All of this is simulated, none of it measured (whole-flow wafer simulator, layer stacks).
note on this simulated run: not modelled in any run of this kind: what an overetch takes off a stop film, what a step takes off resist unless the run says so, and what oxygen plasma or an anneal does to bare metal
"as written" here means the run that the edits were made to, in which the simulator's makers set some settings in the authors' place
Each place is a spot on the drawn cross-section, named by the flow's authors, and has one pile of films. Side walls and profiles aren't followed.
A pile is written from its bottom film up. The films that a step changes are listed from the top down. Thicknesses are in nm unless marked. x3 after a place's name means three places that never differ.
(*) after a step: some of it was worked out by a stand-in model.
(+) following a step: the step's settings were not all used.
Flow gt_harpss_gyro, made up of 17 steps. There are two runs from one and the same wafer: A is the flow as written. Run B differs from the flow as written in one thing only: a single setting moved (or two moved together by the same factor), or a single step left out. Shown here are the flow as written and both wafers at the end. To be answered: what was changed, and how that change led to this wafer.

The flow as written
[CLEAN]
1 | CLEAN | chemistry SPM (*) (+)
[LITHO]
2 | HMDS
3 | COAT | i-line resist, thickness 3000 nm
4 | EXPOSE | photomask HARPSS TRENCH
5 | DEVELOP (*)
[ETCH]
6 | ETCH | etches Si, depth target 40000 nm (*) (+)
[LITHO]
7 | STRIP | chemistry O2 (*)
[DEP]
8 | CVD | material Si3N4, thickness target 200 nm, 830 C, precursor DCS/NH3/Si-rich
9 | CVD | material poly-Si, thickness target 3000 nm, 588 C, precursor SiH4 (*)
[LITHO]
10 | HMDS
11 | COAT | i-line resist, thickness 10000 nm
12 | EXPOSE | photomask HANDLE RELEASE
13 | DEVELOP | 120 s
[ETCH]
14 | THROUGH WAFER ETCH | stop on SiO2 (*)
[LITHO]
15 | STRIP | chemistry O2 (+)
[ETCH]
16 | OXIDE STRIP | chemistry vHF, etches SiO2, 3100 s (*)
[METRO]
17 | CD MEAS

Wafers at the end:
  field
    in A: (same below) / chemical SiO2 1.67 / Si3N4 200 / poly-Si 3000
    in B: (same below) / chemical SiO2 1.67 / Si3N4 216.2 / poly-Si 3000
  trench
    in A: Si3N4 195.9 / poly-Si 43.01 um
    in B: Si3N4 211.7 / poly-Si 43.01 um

The reason: step 8, CVD: thickness target 216.2 nm was run, though the flow has thickness target 200 nm.
One can read it off the wafer: field has Si3N4 216.2, and step 8 as written asks for 200 nm.

How this came from the change, step by step:
  8 | CVD | material Si3N4, thickness target 200 nm, 830 C, precursor DCS/NH3/Si-rich
      field: A Si3N4 gains 200 (new film) | B Si3N4 gains 216.2 (new film)
      trench: A Si3N4 gains 195.9 (new film) | B Si3N4 gains 211.7 (new film)
